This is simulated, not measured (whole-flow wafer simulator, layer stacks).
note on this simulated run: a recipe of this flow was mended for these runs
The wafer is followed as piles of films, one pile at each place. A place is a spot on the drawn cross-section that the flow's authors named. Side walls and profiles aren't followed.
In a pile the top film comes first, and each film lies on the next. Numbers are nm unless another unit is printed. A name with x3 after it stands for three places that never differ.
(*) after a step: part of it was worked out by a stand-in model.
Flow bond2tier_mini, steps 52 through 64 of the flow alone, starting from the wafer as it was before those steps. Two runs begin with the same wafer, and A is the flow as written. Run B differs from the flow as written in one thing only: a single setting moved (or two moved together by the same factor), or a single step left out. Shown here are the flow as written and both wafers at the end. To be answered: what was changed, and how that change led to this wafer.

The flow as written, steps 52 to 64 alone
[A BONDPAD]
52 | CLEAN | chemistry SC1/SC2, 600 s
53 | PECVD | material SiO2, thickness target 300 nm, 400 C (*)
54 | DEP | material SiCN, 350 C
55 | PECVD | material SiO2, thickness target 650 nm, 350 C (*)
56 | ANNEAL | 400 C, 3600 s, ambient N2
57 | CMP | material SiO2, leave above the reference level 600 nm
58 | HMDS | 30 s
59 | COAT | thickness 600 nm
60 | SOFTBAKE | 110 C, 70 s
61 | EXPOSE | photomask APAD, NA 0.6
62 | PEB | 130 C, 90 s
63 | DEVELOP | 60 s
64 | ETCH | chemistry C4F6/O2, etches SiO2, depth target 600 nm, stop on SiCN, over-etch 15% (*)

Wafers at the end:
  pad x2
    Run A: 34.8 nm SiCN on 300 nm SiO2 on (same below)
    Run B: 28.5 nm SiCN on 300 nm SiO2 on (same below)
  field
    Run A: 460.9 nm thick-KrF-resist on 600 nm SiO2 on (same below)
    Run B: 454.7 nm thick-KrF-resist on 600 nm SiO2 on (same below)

Cause: step 64, ETCH: over-etch 21.2% was run, while the flow as written has over-etch 15%.

The path from the change to this, step by step:
  64 | ETCH | chemistry C4F6/O2, etches SiO2, depth target 600 nm, stop on SiCN, over-etch 15% (*)
      pad x2: A SiO2 loses 600 (all of it), SiCN loses 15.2 | B SiO2 loses 600 (all of it), SiCN loses 21.5
      field: A thick-KrF-resist loses 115 | B thick-KrF-resist loses 121.2
